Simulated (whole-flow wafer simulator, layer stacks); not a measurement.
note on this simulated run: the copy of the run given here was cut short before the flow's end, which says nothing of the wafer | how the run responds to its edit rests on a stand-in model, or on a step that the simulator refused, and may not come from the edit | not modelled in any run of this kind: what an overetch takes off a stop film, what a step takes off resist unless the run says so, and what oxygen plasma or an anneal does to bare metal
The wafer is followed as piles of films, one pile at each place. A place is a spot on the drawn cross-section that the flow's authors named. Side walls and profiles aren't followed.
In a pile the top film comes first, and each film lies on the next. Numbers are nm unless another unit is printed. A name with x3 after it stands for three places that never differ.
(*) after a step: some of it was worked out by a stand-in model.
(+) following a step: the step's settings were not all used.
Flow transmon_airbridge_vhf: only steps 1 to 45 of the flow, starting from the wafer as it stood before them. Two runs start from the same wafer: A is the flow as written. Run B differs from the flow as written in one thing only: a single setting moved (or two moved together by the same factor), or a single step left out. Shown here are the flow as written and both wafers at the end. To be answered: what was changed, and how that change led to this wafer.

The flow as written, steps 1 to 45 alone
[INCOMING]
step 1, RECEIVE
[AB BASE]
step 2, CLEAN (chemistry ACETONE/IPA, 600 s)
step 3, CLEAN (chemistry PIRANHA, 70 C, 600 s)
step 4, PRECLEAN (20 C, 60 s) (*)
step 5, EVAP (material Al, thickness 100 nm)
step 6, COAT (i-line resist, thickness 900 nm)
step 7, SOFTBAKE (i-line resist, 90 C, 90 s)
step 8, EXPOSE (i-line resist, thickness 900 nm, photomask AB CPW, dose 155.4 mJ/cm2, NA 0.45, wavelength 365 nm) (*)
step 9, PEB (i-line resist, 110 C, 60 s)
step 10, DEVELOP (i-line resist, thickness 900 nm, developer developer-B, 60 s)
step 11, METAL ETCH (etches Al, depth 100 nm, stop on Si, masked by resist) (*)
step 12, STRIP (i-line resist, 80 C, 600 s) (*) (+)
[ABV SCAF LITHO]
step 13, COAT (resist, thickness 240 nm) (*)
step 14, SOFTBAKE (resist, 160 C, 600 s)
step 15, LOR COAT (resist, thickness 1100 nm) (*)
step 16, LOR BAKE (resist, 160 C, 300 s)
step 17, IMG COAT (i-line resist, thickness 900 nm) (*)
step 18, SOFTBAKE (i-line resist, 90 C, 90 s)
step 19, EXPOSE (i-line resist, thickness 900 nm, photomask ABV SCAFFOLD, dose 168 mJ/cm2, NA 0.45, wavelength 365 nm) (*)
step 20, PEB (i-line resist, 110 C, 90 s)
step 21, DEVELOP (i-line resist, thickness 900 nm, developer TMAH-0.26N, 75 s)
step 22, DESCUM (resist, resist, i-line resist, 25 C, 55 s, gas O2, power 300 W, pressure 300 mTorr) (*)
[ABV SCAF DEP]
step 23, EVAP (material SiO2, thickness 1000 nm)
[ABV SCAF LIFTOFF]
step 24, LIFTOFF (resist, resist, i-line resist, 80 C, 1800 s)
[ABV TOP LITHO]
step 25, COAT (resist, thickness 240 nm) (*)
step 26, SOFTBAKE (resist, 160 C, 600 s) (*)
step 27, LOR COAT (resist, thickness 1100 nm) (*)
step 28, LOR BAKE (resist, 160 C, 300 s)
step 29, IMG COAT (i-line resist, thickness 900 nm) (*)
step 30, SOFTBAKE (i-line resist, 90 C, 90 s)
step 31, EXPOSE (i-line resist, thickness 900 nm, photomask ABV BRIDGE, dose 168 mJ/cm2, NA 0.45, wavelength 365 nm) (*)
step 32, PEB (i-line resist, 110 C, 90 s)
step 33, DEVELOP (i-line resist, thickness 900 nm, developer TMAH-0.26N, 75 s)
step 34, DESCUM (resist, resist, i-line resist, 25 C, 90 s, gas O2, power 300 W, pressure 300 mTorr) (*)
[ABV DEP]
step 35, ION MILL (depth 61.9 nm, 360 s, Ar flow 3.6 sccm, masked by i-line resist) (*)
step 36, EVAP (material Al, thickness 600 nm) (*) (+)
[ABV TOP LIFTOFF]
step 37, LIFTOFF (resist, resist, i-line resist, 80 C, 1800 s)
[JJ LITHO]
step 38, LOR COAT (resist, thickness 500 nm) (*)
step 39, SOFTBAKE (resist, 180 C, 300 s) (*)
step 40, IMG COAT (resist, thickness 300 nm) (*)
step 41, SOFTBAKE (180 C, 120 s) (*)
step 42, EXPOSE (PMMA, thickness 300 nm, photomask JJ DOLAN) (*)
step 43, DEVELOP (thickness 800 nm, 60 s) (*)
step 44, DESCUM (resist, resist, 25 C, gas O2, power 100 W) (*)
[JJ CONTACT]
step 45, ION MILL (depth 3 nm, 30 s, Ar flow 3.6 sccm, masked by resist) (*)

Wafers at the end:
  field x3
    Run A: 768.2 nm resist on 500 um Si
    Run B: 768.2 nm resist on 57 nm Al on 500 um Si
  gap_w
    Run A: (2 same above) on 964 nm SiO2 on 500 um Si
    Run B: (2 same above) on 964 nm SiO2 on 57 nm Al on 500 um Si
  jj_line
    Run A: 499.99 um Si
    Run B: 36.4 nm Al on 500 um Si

Cause: step 5, EVAP: thickness 157 nm was run, though the flow has thickness 100 nm.

The path from the change to this, step by step:
  step 5, EVAP (material Al, thickness 100 nm)
      field x3, jj_line, ground_far and 12 more: A +100 Al (new film) | B +157 Al (new film)
  step 11, METAL ETCH (etches Al, depth 100 nm, stop on Si, masked by resist) (*)
      field x3, jj_line, gap_w, gap_e: A -100 Al (all of it) | B -100 Al
  step 45, ION MILL (depth 3 nm, 30 s, Ar flow 3.6 sccm, masked by resist) (*)
      jj_line: A -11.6 Si | B -20.6 Al
Taking metal films that touch as one body, field x3 has 1 body; the flow as written gives 0 bodies.
Taking metal films that touch as one body, gap_w has 2 bodies (between them, from the top down: SiO2 964); the flow as written gives 1 body.
Taking metal films that touch as one body, jj_line has 1 body; the flow as written gives 0 bodies.
